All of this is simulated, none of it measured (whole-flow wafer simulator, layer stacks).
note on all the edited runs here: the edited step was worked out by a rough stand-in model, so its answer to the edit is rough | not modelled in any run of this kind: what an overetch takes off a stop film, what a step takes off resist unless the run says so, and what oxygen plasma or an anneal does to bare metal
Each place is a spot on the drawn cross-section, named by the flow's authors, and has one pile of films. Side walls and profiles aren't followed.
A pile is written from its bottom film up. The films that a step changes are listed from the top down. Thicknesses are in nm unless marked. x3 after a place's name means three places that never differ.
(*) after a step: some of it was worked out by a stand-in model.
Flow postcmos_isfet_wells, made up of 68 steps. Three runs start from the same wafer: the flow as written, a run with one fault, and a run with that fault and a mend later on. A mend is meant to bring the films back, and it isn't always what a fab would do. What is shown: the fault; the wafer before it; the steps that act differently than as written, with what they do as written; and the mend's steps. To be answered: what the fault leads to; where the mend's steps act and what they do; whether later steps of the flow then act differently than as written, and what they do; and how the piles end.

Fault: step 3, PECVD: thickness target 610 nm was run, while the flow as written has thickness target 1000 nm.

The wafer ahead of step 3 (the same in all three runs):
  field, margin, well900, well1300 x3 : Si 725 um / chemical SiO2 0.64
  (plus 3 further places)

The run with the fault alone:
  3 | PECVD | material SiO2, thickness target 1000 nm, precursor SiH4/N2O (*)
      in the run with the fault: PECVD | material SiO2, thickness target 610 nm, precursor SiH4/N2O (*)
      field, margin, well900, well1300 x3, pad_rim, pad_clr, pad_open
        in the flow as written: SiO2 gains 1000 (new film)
        in the run with the fault: SiO2 gains 610 (new film)
  Every later step of the flow that is run acts as written at every place that is followed.
  The piles end different from the flow's at field, margin, well900, well1300 x3, pad_rim, pad_clr, pad_open by more than 2% or 0.5 nm, whichever is larger.
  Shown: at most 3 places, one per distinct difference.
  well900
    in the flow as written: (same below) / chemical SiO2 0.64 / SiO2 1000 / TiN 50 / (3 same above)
    in the run with the fault: (same below) / chemical SiO2 0.64 / SiO2 610 / TiN 50 / (3 same above)
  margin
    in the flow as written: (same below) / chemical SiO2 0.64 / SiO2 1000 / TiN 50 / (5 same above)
    in the run with the fault: (same below) / chemical SiO2 0.64 / SiO2 610 / TiN 50 / (5 same above)
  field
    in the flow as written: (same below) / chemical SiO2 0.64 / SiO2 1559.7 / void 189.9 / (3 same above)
    in the run with the fault: (same below) / chemical SiO2 0.64 / SiO2 1169.7 / void 189.9 / (3 same above)

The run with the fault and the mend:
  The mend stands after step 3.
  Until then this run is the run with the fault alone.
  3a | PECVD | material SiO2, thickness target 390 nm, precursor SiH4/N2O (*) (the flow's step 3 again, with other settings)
      field, margin, well900, well1300 x3, pad_rim, pad_clr, pad_open
        SiO2 gains 390
  Every later step of the flow that is run acts as written at every place that is followed.
  At every place that both follow, the piles at the end match the flow's.
